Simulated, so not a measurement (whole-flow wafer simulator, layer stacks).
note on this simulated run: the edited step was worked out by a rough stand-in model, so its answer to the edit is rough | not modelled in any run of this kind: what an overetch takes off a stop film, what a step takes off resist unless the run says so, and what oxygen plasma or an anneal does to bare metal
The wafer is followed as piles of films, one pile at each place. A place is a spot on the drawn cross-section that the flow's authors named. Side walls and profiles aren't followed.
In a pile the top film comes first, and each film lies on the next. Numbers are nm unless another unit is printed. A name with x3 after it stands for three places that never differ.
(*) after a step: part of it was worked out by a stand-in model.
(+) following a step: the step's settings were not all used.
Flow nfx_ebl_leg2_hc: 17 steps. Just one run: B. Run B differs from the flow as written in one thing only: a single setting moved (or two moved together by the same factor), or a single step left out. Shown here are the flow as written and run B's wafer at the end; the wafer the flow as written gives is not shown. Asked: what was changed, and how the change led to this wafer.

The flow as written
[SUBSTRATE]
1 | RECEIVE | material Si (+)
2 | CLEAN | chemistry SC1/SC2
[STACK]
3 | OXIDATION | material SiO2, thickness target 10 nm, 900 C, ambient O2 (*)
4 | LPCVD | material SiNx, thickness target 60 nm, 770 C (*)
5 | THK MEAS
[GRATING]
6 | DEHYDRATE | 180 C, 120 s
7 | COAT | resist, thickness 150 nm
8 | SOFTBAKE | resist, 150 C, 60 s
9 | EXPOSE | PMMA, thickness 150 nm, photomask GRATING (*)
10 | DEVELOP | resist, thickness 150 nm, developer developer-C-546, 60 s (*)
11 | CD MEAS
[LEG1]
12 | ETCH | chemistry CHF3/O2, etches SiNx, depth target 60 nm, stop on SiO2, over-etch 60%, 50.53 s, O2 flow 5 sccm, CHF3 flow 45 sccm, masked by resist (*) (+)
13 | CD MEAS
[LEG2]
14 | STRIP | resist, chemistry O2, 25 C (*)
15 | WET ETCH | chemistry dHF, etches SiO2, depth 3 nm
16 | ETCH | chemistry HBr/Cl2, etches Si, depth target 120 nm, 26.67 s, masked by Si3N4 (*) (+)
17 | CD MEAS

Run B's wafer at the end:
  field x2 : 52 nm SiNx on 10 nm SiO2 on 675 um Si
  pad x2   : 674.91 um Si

The reason: step 16, ETCH: depth target 84 nm was run, while the flow as written has depth target 120 nm; step 16, ETCH: 18.67 s was run, where the flow has 26.67 s.

How this came from the change, step by step:
  16 | ETCH | chemistry HBr/Cl2, etches Si, depth target 120 nm, 26.67 s, masked by Si3N4 (*) (+)
      field x2: -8 SiNx (it would be, as written: -11.4 SiNx)
      pad x2: -84 Si (it would be, as written: -120 Si)
